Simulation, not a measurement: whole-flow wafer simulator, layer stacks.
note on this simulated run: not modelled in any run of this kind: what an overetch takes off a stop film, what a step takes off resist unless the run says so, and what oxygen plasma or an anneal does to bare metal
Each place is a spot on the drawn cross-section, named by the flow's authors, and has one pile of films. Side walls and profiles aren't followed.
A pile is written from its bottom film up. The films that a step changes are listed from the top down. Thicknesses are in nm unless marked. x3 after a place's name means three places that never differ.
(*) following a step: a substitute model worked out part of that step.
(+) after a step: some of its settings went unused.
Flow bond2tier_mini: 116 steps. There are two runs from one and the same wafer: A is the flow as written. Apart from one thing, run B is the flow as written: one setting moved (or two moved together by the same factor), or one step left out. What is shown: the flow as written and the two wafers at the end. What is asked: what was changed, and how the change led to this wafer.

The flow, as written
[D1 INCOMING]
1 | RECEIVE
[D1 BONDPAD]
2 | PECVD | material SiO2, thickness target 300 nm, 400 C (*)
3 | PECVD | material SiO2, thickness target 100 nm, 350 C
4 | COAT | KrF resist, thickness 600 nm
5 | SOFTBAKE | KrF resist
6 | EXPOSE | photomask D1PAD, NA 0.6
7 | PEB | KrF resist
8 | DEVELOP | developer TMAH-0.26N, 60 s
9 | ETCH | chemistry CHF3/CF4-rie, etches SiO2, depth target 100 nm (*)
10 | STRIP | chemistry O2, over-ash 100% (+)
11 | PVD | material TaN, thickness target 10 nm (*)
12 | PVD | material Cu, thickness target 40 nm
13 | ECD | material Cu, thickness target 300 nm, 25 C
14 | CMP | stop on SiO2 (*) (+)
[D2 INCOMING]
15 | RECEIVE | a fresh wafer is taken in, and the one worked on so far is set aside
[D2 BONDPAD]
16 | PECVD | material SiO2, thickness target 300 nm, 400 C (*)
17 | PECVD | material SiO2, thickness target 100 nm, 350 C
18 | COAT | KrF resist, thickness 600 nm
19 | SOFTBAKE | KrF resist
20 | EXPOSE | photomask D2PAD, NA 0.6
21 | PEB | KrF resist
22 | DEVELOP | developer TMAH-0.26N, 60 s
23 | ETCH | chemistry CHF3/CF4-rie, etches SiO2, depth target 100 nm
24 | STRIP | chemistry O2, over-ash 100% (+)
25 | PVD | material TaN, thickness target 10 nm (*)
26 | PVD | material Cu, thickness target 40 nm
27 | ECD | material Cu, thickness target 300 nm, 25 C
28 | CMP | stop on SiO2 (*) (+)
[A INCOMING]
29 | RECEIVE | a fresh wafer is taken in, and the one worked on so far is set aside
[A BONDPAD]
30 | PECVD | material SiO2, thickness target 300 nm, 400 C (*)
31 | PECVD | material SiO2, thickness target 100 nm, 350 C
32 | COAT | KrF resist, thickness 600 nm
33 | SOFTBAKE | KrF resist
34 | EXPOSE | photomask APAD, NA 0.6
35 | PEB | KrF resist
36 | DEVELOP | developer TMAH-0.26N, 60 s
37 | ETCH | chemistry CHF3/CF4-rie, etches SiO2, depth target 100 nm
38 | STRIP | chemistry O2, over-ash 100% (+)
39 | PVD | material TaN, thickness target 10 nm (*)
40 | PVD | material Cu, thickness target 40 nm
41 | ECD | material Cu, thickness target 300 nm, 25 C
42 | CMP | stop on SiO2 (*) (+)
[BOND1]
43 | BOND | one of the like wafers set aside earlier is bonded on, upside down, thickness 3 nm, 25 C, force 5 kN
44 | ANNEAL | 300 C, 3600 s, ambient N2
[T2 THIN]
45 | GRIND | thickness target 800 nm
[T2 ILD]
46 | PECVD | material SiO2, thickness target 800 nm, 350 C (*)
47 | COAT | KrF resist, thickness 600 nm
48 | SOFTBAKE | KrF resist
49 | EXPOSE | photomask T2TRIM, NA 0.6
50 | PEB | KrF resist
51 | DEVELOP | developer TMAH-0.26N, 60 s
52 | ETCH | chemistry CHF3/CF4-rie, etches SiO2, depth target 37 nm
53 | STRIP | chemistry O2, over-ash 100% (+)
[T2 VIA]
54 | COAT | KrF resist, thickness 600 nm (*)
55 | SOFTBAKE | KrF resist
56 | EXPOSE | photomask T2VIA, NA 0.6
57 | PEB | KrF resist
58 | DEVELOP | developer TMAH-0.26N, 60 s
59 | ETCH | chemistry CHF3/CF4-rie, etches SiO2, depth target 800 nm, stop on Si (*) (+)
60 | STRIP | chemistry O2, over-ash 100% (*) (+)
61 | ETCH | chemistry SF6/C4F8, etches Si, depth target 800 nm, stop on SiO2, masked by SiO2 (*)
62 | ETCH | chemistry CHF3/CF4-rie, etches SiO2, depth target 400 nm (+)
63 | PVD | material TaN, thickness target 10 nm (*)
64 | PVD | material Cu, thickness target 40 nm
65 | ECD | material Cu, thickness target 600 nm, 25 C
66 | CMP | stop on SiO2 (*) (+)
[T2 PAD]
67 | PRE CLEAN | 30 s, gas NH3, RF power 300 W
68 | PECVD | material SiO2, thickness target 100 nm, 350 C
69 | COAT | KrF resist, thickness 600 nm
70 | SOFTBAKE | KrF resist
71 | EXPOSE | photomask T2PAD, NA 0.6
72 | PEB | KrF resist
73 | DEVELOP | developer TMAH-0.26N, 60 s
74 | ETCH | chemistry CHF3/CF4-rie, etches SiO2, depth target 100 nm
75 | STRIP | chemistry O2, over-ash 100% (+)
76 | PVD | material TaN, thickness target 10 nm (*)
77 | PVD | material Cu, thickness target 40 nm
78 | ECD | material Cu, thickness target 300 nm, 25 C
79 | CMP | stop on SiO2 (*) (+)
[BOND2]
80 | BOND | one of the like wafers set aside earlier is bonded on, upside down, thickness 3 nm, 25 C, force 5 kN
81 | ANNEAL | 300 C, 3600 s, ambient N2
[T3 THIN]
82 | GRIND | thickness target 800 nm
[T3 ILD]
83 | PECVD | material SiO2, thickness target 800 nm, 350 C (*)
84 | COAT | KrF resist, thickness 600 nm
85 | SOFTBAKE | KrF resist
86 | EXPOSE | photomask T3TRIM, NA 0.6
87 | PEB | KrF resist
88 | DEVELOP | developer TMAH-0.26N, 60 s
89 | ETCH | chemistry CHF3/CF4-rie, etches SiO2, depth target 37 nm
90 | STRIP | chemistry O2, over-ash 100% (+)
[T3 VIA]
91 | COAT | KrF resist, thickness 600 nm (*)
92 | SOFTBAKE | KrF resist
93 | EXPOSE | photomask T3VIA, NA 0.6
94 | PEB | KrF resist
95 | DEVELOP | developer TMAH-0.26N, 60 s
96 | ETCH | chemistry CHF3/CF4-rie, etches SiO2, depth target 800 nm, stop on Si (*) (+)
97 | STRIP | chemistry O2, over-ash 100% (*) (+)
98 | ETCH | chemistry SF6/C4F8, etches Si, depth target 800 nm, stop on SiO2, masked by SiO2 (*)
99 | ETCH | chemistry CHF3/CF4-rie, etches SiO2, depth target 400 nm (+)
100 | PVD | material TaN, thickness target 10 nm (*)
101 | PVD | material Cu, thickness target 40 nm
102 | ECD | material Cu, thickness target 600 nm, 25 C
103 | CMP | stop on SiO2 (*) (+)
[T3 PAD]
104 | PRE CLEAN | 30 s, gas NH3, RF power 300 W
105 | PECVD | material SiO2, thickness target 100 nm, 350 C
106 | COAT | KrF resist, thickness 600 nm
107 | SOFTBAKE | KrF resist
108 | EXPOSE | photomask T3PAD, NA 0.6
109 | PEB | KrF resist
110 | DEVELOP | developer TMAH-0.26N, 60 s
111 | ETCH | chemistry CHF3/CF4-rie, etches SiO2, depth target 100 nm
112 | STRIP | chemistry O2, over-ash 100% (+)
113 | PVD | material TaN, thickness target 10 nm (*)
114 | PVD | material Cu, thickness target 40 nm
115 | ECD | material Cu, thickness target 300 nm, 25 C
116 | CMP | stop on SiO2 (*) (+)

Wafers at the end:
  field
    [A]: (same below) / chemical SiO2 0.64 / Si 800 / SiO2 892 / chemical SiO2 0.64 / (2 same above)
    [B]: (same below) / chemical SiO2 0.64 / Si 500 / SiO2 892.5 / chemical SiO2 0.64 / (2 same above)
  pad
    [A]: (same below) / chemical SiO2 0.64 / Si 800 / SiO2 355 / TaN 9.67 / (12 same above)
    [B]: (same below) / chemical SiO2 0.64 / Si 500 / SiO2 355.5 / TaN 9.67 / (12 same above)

The reason: step 45, GRIND: thickness target 500 nm was run, while the flow as written has thickness target 800 nm.
The wafer lets one read it off: field has Si 500, and step 45 as written asks for 800 nm.

The path from the change to this, step by step:
  45 | GRIND | thickness target 800 nm
      field, pad, via: A -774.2 um Si | B -774.5 um Si
